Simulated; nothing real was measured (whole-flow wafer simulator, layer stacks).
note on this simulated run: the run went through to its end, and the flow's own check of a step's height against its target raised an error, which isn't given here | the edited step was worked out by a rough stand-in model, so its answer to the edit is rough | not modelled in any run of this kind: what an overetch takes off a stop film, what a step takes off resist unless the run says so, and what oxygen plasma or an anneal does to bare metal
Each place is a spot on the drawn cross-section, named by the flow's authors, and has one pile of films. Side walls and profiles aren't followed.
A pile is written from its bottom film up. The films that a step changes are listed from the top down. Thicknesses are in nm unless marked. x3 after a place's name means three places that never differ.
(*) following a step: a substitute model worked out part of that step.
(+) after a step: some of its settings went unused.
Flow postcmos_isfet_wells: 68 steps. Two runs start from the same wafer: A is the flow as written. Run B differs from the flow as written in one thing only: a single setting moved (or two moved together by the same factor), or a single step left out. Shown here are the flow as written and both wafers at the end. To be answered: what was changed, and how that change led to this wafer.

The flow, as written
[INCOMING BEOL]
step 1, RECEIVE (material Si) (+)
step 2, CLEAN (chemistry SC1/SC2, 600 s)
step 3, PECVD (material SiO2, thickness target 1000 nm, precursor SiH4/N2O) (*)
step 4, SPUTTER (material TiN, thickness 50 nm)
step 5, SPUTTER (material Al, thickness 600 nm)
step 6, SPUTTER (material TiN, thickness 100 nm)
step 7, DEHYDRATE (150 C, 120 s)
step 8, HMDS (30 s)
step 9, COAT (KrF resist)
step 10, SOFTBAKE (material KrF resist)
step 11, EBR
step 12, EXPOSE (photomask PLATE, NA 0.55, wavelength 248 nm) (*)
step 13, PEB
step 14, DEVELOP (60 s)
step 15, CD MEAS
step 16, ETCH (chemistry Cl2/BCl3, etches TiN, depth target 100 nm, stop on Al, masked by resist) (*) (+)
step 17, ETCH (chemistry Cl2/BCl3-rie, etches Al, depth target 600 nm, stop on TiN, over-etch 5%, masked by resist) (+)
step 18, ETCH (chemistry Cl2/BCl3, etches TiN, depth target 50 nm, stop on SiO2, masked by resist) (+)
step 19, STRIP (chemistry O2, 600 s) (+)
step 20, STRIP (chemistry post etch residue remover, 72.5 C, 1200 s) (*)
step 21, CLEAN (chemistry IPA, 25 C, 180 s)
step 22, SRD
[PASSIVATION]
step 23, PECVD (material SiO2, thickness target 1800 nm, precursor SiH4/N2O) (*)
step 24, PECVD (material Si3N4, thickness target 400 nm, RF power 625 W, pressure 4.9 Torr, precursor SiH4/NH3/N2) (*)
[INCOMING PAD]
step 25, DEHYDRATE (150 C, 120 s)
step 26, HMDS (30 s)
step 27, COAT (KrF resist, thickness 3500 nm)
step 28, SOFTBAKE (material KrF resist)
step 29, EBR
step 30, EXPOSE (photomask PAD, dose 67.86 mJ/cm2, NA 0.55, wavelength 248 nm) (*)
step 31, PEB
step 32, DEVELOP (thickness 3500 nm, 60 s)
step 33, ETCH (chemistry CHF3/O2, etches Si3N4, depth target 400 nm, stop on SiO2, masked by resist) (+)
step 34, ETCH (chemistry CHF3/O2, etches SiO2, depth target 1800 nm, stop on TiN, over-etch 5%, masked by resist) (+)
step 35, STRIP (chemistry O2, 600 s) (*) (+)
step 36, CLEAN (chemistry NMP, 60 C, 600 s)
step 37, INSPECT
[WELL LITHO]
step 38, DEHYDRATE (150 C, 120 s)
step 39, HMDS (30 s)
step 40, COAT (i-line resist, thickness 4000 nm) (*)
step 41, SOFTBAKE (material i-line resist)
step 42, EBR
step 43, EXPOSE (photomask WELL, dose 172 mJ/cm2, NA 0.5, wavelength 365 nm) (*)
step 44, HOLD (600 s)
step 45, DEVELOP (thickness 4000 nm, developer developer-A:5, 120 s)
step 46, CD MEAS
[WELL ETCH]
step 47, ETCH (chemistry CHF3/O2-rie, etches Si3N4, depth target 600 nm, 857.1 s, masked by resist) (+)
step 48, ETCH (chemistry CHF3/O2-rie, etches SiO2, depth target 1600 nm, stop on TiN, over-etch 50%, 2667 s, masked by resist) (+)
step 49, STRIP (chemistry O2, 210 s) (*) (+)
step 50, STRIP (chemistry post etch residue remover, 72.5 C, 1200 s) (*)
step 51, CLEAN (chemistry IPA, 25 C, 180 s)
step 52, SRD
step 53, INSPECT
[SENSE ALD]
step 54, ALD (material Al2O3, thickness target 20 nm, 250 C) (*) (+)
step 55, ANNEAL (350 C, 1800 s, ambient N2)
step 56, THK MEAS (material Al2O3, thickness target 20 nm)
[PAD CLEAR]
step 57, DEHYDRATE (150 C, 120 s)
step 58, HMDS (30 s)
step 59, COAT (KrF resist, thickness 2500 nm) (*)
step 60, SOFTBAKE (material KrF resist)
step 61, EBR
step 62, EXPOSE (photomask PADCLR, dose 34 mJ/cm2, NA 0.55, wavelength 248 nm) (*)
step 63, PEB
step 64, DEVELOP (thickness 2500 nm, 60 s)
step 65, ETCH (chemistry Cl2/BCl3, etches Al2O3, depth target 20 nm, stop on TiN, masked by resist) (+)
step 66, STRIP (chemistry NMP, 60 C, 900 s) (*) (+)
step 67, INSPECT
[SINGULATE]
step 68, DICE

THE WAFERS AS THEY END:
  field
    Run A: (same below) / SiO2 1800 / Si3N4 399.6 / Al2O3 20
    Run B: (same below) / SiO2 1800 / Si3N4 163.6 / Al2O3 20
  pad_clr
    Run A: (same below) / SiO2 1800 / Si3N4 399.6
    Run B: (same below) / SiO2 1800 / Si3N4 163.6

Cause: step 24, PECVD: thickness target 164 nm was run, though the flow has thickness target 400 nm.

The path from the change to this, step by step:
  step 24, PECVD (material Si3N4, thickness target 400 nm, RF power 625 W, pressure 4.9 Torr, precursor SiH4/NH3/N2) (*)
      field, margin, well900, well1300 x3, pad_rim, pad_clr, pad_open: A +400 Si3N4 (new film) | B +164 Si3N4 (new film)
  step 33, ETCH (chemistry CHF3/O2, etches Si3N4, depth target 400 nm, stop on SiO2, masked by resist) (+)
      field, margin, well900, well1300 x3, pad_rim, pad_clr: A -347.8 KrF resist | B -213.9 KrF resist
      pad_open: A -400 Si3N4 (all of it) | B -164 Si3N4 (all of it)
  step 35, STRIP (chemistry O2, 600 s) (*) (+)
      field, margin, well900, well1300 x3, pad_rim, pad_clr: A -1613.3 KrF resist (all of it) | B -1747.2 KrF resist (all of it)
  step 40, COAT (i-line resist, thickness 4000 nm) (*)
      pad_clr: A +3256.8 i-line resist (new film) | B +3330.7 i-line resist (new film)
  step 41, SOFTBAKE (material i-line resist)
      pad_clr: A -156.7 i-line resist | B -133.3 i-line resist
      pad_open: A +115.3 i-line resist | B +104.8 i-line resist
  step 47, ETCH (chemistry CHF3/O2-rie, etches Si3N4, depth target 600 nm, 857.1 s, masked by resist) (+)
      well900, well1300 x3: A -400 Si3N4 (all of it), -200 SiO2 | B -164 Si3N4 (all of it), -436 SiO2
  step 48, ETCH (chemistry CHF3/O2-rie, etches SiO2, depth target 1600 nm, stop on TiN, over-etch 50%, 2667 s, masked by resist) (+)
      well900, well1300 x3: A -1600 SiO2 (all of it) | B -1364 SiO2 (all of it)
  step 49, STRIP (chemistry O2, 210 s) (*) (+)
      pad_clr: A -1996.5 i-line resist (all of it) | B -2093.7 i-line resist (all of it)
      pad_open: A -3816.3 i-line resist (all of it) | B -3721.1 i-line resist (all of it)
  step 59, COAT (KrF resist, thickness 2500 nm) (*)
      field: A +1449 KrF resist (new film) | B +1561.7 KrF resist (new film)
      margin: A +1448.9 KrF resist (new film) | B +1561.7 KrF resist (new film)
      (and at 2 other places as well)
  step 63, PEB
      field, margin: A -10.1 KrF resist | B -10.9 KrF resist
      pad_clr: A -11.8 KrF resist | B -12.4 KrF resist
  step 64, DEVELOP (thickness 2500 nm, 60 s)
      pad_clr: A -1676 KrF resist (all of it) | B -1755 KrF resist (all of it)
  step 66, STRIP (chemistry NMP, 60 C, 900 s) (*) (+)
      field: A -1400.1 KrF resist (all of it) | B -1512.1 KrF resist (all of it)
      margin: A -1400.1 KrF resist (all of it) | B -1512 KrF resist (all of it)
      (and at 1 other place as well)
